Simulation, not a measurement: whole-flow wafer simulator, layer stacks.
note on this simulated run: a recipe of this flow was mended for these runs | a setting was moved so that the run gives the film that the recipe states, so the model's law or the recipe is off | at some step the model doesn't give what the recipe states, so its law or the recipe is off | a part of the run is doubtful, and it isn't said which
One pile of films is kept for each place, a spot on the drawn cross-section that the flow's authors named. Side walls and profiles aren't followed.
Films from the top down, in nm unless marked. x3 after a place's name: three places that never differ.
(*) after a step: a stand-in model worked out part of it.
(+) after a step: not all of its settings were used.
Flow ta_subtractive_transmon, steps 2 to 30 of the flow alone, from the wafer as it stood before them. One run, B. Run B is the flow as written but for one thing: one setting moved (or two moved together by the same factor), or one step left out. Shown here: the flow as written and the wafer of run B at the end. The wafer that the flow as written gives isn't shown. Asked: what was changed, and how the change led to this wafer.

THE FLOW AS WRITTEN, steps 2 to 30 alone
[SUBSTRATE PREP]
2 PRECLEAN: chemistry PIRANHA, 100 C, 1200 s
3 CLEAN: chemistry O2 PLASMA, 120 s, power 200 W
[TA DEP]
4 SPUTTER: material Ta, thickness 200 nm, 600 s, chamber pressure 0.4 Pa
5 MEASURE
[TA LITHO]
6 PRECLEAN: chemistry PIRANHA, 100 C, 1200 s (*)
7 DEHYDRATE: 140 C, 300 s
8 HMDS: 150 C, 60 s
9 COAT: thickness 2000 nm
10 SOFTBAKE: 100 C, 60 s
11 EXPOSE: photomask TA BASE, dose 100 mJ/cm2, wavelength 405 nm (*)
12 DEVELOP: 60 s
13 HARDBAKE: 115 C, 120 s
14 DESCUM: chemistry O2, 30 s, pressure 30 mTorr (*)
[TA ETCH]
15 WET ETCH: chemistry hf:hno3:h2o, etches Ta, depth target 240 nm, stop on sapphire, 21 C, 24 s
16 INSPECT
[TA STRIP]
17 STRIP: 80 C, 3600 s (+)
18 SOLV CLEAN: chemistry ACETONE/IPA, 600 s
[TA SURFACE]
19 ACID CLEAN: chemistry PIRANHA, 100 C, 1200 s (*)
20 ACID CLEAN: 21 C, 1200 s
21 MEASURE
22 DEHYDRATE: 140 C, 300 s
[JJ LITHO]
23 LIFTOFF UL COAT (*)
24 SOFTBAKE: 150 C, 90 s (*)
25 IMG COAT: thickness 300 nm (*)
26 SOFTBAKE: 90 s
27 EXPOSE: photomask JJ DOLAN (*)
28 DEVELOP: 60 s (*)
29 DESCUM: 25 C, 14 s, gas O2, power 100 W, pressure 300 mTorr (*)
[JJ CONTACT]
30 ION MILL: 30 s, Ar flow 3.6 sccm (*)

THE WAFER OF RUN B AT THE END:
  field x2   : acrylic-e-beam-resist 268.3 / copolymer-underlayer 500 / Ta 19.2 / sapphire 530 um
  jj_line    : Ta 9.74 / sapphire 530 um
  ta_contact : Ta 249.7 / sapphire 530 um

The cause: step 4, SPUTTER: thickness 260 nm was run, where the flow has thickness 200 nm; step 4, SPUTTER: 780 s was run, where the flow has 600 s.

How the change led to this, step by step:
  4 SPUTTER: material Ta, thickness 200 nm, 600 s, chamber pressure 0.4 Pa
      field x2, jj_line, lead, ta_contact, ta_pad: Ta +260 (new film) (as written it would be: Ta +200 (new film))
  15 WET ETCH: chemistry hf:hno3:h2o, etches Ta, depth target 240 nm, stop on sapphire, 21 C, 24 s
      field x2, jj_line, lead: Ta -240 (as written it would be: Ta -199.7 (all of it))
  23 LIFTOFF UL COAT (*)
      ta_contact: copolymer-underlayer +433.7 (new film) (as written it would be: copolymer-underlayer +443.9 (new film))
  28 DEVELOP: 60 s (*)
      ta_contact: acrylic-e-beam-resist -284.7 (all of it), copolymer-underlayer -433.7 (all of it) (as written it would be: acrylic-e-beam-resist -287.5 (all of it), copolymer-underlayer -443.9 (all of it))
  30 ION MILL: 30 s, Ar flow 3.6 sccm (*)
      jj_line, lead: Ta -9.45 (as written it would be: sapphire -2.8)
Counting metal films that touch as one body, field x2 has 1 body; the flow as written gives 0 bodies.
Counting metal films that touch as one body, jj_line has 1 body; the flow as written gives 0 bodies.
